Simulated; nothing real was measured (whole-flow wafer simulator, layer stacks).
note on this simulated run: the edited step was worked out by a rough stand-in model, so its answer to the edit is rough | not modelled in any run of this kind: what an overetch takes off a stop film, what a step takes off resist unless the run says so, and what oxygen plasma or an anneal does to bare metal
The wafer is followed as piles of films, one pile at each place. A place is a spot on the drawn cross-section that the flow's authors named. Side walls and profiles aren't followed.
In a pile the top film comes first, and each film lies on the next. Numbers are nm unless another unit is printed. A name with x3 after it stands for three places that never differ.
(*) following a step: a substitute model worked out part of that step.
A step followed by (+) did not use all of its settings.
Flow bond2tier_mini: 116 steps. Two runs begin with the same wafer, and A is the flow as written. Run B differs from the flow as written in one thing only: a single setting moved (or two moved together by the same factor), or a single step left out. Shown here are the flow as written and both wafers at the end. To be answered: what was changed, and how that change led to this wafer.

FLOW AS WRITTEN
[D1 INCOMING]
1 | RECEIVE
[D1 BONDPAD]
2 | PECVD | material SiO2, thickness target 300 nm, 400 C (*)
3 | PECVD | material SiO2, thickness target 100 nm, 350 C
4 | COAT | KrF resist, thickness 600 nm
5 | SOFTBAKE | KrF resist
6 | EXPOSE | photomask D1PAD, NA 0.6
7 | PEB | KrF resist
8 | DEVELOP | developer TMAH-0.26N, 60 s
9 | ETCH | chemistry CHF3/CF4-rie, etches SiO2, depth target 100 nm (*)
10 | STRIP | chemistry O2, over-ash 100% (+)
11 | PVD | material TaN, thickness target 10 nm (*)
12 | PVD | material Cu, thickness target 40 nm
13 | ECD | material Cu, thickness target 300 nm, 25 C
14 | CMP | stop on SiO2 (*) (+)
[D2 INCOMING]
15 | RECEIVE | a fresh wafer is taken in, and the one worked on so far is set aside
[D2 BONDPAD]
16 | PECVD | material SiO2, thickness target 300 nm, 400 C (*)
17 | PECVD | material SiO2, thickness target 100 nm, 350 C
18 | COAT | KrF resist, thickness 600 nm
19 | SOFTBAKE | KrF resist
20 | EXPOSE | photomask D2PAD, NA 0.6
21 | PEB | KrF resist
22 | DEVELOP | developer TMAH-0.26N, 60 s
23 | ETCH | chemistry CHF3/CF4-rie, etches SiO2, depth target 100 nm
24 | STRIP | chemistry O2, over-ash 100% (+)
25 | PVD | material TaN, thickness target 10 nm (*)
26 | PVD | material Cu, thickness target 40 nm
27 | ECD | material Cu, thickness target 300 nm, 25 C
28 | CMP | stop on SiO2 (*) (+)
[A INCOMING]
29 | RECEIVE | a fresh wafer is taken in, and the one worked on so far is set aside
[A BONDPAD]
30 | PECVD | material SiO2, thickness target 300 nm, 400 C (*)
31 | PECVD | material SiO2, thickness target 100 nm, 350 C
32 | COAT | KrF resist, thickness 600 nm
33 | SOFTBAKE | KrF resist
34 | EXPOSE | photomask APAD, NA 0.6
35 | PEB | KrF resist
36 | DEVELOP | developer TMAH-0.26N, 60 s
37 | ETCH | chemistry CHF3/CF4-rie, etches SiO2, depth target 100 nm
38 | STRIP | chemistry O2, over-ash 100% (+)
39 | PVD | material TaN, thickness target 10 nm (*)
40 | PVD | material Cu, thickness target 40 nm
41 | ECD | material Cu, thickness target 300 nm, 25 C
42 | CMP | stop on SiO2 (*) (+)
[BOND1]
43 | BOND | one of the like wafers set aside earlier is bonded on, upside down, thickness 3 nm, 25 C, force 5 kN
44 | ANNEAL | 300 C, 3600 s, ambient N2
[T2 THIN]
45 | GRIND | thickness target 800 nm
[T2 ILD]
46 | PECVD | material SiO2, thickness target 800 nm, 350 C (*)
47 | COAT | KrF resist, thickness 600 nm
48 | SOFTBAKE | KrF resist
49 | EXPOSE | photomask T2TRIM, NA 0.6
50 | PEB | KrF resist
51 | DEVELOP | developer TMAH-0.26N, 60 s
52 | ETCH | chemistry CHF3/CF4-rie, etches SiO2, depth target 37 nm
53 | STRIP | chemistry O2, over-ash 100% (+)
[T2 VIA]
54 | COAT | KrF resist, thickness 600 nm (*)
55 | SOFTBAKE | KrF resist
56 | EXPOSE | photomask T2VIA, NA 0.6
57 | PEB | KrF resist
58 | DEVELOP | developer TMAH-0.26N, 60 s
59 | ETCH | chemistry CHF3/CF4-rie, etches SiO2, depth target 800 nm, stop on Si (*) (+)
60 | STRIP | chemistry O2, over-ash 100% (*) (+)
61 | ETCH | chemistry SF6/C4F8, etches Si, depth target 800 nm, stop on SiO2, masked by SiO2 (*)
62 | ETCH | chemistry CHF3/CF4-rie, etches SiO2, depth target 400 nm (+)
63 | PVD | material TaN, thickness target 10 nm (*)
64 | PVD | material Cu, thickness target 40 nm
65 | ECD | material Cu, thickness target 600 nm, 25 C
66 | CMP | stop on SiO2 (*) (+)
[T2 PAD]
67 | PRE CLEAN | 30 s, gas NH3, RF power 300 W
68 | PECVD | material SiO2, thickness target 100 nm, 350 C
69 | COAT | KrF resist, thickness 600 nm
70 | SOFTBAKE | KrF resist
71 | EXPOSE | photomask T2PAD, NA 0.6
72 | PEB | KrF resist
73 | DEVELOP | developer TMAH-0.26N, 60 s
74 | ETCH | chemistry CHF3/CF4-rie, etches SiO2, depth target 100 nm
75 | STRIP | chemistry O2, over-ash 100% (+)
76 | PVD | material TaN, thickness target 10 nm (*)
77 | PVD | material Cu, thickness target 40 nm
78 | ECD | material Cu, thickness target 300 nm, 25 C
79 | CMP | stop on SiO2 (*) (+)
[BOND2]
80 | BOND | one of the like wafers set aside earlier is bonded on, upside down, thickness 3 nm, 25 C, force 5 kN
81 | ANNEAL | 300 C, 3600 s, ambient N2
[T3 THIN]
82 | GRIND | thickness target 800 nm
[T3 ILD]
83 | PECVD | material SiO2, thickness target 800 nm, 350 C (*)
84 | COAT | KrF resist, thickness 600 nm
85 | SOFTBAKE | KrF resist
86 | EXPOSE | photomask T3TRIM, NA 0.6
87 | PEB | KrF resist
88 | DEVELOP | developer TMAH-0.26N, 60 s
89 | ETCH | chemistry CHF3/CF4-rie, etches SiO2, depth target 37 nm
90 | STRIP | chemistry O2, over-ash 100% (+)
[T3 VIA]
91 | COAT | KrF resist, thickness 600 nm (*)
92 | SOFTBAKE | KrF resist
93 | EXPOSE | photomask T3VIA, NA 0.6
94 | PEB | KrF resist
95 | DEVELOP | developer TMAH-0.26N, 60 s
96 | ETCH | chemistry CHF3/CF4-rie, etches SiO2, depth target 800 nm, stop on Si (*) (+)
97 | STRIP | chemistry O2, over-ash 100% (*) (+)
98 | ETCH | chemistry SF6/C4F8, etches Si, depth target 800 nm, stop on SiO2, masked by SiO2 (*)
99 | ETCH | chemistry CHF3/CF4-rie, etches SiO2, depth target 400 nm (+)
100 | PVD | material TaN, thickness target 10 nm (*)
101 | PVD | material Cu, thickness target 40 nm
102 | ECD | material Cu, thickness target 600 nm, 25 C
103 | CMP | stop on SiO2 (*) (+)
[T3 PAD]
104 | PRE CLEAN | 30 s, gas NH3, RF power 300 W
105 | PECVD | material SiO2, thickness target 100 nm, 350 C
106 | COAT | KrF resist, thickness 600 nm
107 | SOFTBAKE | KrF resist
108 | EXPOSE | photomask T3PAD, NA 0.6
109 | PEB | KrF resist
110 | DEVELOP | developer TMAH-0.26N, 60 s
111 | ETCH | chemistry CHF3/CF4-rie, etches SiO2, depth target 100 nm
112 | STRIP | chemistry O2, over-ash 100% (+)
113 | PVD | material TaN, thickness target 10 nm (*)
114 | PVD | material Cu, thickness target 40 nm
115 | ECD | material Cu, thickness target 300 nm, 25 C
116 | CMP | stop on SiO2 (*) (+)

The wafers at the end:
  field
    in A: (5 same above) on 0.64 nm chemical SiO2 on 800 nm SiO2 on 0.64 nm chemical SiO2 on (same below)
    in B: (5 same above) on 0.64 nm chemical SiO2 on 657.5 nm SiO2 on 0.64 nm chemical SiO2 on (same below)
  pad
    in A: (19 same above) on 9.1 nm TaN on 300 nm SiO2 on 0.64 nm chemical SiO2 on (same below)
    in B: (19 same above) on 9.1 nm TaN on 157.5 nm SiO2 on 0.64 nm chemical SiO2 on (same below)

The reason: step 30, PECVD: thickness target 157.5 nm was run, while the flow as written has thickness target 300 nm.
The wafer itself shows it: pad has SiO2 157.5, and step 30 as written asks for 300 nm.

How this came from the change, step by step:
  30 | PECVD | material SiO2, thickness target 300 nm, 400 C (*)
      field, pad, via: A SiO2 gains 300 (new film) | B SiO2 gains 157.5 (new film)
